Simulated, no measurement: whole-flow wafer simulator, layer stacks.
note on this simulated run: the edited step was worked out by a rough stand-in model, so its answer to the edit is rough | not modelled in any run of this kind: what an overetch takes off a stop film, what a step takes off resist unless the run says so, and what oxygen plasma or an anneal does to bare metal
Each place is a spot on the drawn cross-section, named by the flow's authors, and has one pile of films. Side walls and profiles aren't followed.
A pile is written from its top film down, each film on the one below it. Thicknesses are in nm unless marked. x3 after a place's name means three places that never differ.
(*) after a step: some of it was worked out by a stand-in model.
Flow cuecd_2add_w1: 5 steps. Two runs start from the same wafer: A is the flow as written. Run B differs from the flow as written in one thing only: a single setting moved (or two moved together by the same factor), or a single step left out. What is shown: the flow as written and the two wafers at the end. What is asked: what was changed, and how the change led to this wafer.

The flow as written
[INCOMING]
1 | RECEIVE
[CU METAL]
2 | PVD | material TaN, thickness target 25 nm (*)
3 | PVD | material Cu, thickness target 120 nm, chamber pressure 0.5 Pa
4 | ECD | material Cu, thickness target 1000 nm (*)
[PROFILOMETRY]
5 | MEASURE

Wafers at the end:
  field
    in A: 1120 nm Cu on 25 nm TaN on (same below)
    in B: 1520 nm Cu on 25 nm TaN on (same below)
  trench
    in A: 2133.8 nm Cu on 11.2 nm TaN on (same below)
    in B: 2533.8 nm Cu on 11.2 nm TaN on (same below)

What caused this: step 4, ECD: thickness target 1400 nm was run, whereas the flow has thickness target 1000 nm.

The path from the change to this, step by step:
  4 | ECD | material Cu, thickness target 1000 nm (*)
      field: A Cu gains 1000 | B Cu gains 1400
      trench: A Cu gains 2080.2 | B Cu gains 2480.2
